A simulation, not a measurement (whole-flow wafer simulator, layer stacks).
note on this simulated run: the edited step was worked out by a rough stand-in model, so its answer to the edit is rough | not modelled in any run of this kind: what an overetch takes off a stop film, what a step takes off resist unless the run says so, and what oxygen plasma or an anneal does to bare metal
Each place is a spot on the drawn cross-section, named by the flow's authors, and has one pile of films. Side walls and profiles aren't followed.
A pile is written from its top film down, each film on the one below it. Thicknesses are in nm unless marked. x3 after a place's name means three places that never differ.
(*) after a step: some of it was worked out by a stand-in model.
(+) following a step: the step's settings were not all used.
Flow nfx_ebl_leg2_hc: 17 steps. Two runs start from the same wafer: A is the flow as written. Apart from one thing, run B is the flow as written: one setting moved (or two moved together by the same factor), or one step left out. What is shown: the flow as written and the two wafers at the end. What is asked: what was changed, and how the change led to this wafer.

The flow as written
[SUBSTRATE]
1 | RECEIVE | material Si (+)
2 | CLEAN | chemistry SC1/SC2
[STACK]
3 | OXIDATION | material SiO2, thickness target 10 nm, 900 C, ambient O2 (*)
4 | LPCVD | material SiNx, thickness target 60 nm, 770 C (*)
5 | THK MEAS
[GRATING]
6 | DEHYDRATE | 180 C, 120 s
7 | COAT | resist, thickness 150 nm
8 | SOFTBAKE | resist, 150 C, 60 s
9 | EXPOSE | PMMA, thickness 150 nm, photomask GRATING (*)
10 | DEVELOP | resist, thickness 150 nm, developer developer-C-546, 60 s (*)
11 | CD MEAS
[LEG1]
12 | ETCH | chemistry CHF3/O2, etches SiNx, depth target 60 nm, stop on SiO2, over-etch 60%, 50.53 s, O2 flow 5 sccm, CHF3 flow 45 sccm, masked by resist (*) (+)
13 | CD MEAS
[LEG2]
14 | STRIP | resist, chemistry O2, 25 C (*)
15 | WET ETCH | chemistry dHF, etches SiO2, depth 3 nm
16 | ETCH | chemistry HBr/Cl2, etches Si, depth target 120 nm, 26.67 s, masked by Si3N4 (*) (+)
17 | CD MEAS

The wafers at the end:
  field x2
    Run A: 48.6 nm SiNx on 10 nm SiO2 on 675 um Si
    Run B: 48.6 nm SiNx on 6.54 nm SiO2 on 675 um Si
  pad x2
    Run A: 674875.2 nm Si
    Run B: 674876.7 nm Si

What caused this: step 3, OXIDATION: 855 C was run, whereas the flow has 900 C.

How this came from the change, step by step:
  3 | OXIDATION | material SiO2, thickness target 10 nm, 900 C, ambient O2 (*)
      field x2, pad x2: A SiO2 gains 10 (new film), chemical SiO2 loses 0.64 (all of it), Si loses 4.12 | B SiO2 gains 6.54 (new film), chemical SiO2 loses 0.64 (all of it), Si loses 2.6
  12 | ETCH | chemistry CHF3/O2, etches SiNx, depth target 60 nm, stop on SiO2, over-etch 60%, 50.53 s, O2 flow 5 sccm, CHF3 flow 45 sccm, masked by resist (*) (+)
      pad x2: A SiNx loses 60 (all of it), SiO2 loses 10 (all of it) | B SiNx loses 60 (all of it), SiO2 loses 6.54 (all of it)
